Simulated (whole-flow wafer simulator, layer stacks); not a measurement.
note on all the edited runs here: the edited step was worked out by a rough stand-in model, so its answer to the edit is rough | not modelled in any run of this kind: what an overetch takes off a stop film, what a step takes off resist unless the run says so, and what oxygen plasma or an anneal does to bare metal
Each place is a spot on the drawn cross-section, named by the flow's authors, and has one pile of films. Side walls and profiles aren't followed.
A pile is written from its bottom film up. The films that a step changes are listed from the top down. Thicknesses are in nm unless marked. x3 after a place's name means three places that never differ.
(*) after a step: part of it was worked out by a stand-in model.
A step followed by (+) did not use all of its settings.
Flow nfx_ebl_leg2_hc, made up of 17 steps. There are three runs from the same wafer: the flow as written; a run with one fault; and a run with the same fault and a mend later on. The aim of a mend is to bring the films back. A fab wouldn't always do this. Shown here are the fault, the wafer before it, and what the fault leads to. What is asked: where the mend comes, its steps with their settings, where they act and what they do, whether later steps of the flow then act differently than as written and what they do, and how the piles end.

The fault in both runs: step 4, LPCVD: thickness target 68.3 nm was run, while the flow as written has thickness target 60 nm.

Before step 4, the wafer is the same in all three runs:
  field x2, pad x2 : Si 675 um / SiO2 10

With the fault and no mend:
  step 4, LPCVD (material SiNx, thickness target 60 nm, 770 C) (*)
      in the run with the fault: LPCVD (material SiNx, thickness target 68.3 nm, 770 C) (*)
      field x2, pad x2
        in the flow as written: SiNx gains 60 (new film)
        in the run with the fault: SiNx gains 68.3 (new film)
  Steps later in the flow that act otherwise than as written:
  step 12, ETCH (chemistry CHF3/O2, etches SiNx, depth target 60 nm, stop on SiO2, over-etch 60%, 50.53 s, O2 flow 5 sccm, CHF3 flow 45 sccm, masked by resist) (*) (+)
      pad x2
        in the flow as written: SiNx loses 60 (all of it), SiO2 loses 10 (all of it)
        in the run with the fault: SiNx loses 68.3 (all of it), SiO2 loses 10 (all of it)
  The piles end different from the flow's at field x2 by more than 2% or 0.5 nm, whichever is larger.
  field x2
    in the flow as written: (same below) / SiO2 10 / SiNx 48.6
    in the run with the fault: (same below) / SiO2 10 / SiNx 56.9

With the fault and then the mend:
  The mend follows step 5.
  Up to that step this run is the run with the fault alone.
  step 5a, ETCH (chemistry h3po4, depth target 8.3 nm)
      field x2, pad x2
        SiNx loses 8.3
  Every later step of the flow that is run acts as written at every place that is followed.
  The piles end the same as the flow's at every place that both follow.
